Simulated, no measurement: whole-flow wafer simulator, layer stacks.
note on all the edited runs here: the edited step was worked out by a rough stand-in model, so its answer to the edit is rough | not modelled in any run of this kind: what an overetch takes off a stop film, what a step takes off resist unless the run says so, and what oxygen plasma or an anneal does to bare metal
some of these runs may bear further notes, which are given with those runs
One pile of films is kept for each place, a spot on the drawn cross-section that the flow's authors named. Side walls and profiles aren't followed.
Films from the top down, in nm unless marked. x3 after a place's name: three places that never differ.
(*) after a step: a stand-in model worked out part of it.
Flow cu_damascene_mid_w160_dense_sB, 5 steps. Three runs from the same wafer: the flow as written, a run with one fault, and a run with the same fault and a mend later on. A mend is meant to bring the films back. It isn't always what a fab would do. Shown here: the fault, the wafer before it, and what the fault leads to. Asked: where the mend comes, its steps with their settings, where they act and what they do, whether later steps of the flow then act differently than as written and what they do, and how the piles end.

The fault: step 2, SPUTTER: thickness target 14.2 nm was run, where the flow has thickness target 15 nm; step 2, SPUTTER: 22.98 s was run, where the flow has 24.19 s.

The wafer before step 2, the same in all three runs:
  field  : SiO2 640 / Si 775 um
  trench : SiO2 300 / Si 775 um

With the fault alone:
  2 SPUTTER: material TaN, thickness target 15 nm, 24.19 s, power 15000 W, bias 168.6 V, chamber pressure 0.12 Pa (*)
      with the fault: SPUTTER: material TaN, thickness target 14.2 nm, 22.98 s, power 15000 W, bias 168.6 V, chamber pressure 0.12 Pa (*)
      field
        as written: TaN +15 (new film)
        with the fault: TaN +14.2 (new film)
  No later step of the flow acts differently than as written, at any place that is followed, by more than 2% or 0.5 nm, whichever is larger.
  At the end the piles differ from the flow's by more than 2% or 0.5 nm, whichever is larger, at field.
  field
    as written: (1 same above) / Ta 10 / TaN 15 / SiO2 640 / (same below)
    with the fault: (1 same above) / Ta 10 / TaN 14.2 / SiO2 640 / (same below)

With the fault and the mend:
  The mend comes after step 2.
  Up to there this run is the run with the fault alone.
  2a SPUTTER: material TaN, thickness target 0.8 nm, 1.29 s, power 15000 W, bias 168.6 V, chamber pressure 0.12 Pa (*) (the flow's step 2 once more, with other settings)
      field
        TaN +0.8
      trench
        TaN +0.4
  No later step of the flow acts differently than as written at any place that is followed.
  At the end the piles differ from the flow's only slightly at the places that both follow, by at most 2% or 0.5 nm, whichever is larger.
